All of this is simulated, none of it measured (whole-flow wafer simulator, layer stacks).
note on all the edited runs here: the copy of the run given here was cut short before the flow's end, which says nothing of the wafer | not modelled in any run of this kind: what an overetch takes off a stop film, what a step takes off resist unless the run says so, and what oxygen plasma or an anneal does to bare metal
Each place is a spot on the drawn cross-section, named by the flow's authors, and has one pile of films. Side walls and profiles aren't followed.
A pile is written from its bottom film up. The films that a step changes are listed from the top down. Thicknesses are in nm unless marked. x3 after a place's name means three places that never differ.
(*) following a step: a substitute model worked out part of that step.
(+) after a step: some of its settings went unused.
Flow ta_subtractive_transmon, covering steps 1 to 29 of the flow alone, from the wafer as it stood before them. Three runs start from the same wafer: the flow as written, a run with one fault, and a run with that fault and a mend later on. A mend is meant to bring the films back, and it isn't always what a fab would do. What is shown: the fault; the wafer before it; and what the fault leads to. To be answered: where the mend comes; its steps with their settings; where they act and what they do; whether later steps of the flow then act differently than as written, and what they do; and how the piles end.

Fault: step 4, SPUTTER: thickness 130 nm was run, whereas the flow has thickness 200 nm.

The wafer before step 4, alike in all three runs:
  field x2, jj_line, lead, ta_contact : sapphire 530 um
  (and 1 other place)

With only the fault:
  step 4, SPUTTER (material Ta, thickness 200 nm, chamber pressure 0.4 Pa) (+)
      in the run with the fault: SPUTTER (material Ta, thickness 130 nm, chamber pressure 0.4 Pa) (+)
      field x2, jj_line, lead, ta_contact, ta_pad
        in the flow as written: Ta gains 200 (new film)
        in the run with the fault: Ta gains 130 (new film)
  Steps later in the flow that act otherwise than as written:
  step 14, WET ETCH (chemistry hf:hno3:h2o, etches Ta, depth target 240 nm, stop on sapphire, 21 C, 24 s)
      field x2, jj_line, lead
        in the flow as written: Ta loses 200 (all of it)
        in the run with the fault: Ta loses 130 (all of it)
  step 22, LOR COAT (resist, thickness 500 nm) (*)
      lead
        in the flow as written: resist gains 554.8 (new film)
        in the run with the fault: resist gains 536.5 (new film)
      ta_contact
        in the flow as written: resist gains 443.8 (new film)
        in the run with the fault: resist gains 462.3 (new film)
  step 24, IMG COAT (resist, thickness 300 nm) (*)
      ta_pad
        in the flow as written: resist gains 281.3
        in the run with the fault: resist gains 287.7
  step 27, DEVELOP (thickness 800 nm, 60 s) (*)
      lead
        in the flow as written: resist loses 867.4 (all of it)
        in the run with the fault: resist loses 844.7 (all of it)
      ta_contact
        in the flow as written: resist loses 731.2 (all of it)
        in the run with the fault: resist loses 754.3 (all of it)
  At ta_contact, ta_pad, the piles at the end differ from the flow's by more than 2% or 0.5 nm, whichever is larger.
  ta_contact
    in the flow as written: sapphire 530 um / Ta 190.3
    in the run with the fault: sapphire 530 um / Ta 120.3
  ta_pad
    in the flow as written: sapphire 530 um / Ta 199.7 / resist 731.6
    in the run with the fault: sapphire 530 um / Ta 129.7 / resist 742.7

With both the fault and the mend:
  The mend stands after step 5.
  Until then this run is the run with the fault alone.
  step 5a, SPUTTER (material Ta, thickness 70 nm, chamber pressure 0.4 Pa) (+) (the flow's step 4 again, with other settings)
      field x2, jj_line, lead, ta_contact, ta_pad
        Ta gains 70
  Later steps of the flow that are run all act as written at every place that is followed.
  By the end, the piles equal the flow's at every place that both follow.
